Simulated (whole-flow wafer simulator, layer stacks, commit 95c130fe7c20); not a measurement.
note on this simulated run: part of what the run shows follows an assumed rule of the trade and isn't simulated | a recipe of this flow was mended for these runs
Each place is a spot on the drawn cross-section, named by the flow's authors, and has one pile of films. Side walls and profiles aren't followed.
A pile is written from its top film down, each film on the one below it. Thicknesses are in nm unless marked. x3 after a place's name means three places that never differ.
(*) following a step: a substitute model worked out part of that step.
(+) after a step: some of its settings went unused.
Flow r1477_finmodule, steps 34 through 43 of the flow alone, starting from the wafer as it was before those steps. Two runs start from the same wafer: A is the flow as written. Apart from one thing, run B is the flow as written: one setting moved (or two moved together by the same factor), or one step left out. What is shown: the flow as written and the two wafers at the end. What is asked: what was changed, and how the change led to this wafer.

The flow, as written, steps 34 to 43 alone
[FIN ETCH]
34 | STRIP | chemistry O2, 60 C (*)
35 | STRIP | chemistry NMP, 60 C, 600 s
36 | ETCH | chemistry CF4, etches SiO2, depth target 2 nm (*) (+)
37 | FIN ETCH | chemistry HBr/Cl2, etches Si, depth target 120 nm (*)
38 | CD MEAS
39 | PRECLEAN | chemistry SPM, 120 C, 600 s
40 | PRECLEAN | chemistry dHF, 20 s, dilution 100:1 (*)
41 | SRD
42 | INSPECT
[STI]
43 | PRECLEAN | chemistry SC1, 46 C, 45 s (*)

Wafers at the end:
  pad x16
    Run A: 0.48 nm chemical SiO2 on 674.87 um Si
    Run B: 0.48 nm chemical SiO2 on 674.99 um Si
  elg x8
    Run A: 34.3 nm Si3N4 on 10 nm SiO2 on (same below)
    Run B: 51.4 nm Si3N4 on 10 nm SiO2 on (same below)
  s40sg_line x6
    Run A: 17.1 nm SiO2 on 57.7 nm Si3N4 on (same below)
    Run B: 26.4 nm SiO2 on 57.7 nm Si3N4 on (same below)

What caused this: step 37, FIN ETCH: chemistry HBr/Cl2, etches Si, depth target 120 nm (*), was not run.

The path from the change to this, step by step:
  (no step that both runs have acts differently by more than 2% or 0.5 nm, whichever is larger)
